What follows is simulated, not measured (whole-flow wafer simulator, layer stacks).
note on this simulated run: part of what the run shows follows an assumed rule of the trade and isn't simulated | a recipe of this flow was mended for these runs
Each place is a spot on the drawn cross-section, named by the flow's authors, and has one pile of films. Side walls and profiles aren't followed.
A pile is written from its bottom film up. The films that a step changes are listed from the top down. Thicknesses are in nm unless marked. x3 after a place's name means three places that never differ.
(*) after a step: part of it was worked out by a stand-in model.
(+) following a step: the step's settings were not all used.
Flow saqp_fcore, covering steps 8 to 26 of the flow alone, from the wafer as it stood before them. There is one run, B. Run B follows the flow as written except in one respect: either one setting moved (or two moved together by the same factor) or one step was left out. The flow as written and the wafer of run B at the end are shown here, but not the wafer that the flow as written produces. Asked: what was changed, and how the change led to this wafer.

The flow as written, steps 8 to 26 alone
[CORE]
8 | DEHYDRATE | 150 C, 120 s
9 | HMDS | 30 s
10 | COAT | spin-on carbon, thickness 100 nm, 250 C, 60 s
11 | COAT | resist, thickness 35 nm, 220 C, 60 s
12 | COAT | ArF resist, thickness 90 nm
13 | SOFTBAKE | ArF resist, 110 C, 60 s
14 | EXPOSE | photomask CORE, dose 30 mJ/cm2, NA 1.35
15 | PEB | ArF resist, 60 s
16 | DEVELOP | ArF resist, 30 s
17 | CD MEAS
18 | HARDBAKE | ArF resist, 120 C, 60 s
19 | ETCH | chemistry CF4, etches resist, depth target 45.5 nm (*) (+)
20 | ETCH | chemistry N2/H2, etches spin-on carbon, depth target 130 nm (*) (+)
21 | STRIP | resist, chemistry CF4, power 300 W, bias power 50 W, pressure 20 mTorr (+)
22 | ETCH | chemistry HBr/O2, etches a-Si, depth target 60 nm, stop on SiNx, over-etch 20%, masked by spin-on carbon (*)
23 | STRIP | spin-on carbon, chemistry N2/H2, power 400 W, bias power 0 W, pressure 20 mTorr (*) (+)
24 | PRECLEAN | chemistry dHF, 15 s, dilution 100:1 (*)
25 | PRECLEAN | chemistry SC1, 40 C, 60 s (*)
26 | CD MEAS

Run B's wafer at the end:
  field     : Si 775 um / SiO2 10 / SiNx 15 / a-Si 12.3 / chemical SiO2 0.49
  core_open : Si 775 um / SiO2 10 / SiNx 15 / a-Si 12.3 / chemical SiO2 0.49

What caused this: step 19, ETCH: chemistry CF4, etches resist, depth target 45.5 nm (*) (+), was omitted.

The path from the change to this, step by step:
  20 | ETCH | chemistry N2/H2, etches spin-on carbon, depth target 130 nm (*) (+)
      field, core_open: -35 resist (all of it), -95 spin-on carbon (it would be, as written: -94.8 spin-on carbon (all of it), -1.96 a-Si)
      core_line: -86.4 ArF resist (all of it), -35 resist (all of it), -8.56 spin-on carbon (it would be, as written: -53.9 ArF resist (all of it), -6.44 resist)
  21 | STRIP | resist, chemistry CF4, power 300 W, bias power 50 W, pressure 20 mTorr (+)
      field: nothing (it would be, as written: -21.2 a-Si)
      core_open: nothing (it would be, as written: -18.7 a-Si)
      (and at 1 other place as well)
  22 | ETCH | chemistry HBr/O2, etches a-Si, depth target 60 nm, stop on SiNx, over-etch 20%, masked by spin-on carbon (*)
      field: -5 spin-on carbon (all of it), -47 a-Si (it would be, as written: -36.8 a-Si (all of it), -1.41 SiNx)
      core_open: -5 spin-on carbon (all of it), -47 a-Si (it would be, as written: -39.4 a-Si (all of it), -1.3 SiNx)
      (and at 1 other place as well)
  23 | STRIP | spin-on carbon, chemistry N2/H2, power 400 W, bias power 0 W, pressure 20 mTorr (*) (+)
      core_line: -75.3 spin-on carbon (all of it) (it would be, as written: -88.8 spin-on carbon (all of it))
  24 | PRECLEAN | chemistry dHF, 15 s, dilution 100:1 (*)
      field, core_open: nothing (it would be, as written: -1.31 SiNx)
  25 | PRECLEAN | chemistry SC1, 40 C, 60 s (*)
      field, core_open: +0.49 chemical SiO2 (new film), -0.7 a-Si (it would be, as written: nothing)
